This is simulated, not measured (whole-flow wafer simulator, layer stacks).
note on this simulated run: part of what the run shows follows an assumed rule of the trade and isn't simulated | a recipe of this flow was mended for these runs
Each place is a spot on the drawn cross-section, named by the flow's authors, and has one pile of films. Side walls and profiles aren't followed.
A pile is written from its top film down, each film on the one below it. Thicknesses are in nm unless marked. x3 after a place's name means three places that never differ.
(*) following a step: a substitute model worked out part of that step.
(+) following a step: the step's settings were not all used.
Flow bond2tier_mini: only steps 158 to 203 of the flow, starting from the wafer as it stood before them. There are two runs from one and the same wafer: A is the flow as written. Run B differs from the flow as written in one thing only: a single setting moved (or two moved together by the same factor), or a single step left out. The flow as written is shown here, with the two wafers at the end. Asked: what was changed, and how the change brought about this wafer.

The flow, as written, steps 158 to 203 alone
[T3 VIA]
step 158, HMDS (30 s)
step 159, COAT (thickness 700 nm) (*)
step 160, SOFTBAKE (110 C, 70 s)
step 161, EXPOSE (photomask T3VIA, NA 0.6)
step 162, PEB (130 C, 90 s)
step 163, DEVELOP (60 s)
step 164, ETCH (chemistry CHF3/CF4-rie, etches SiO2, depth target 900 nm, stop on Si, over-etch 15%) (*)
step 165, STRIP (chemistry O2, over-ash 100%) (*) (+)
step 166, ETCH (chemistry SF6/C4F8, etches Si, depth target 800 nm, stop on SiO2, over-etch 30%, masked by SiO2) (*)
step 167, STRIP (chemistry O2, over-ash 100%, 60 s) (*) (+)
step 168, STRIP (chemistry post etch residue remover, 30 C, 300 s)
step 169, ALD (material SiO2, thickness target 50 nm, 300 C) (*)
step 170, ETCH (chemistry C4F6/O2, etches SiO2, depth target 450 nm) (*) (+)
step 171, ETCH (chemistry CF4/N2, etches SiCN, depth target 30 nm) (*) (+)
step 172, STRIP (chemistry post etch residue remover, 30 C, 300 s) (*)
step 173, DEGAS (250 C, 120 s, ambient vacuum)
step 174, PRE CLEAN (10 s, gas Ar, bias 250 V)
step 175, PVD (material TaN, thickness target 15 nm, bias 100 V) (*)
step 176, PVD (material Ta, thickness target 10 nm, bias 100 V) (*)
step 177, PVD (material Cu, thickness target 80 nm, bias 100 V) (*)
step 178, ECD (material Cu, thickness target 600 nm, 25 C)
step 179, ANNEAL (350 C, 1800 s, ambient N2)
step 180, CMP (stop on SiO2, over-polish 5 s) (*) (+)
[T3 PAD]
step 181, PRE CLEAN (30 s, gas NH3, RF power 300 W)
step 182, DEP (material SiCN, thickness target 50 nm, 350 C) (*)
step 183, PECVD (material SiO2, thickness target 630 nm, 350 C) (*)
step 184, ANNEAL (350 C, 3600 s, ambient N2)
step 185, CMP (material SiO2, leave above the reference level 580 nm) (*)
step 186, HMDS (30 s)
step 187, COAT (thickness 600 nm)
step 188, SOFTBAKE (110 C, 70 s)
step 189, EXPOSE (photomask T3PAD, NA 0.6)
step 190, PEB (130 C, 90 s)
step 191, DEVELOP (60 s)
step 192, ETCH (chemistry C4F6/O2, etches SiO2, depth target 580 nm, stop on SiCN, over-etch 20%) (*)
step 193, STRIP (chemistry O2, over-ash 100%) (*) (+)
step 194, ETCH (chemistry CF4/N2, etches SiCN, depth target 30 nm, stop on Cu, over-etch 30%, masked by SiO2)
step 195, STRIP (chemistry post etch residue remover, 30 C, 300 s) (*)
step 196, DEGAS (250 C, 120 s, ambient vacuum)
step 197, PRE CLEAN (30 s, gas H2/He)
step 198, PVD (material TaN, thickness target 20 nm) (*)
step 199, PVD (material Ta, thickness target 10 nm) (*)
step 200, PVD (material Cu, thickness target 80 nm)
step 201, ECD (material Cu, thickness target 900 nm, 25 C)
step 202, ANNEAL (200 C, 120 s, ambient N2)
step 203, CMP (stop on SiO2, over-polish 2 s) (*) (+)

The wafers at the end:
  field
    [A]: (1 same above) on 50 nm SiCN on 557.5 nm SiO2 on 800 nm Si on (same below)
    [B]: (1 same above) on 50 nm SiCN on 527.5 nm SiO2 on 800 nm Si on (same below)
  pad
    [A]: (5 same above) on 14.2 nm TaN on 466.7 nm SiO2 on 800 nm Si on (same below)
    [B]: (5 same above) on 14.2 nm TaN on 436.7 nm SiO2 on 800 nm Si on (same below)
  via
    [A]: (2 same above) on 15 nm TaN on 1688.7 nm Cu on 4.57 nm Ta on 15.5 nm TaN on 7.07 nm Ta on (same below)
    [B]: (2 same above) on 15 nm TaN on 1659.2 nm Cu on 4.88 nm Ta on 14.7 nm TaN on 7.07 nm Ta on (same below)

Cause: step 169, ALD: thickness target 20 nm was run, while the flow as written has thickness target 50 nm.

How this came from the change, step by step:
  step 169, ALD (material SiO2, thickness target 50 nm, 300 C) (*)
      field, pad, via: A SiO2 gains 50 | B SiO2 gains 20
  step 170, ETCH (chemistry C4F6/O2, etches SiO2, depth target 450 nm) (*) (+)
      via: A SiO2 loses 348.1 (all of it), SiCN loses 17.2 | B SiO2 loses 318.1 (all of it), SiCN loses 22.2
  step 171, ETCH (chemistry CF4/N2, etches SiCN, depth target 30 nm) (*) (+)
      via: A SiCN loses 17.6 (all of it), TaN loses 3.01 | B SiCN loses 12.6 (all of it), TaN loses 4.25
  step 177, PVD (material Cu, thickness target 80 nm, bias 100 V) (*)
      via: A Cu gains 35 (new film) | B Cu gains 37.6 (new film)
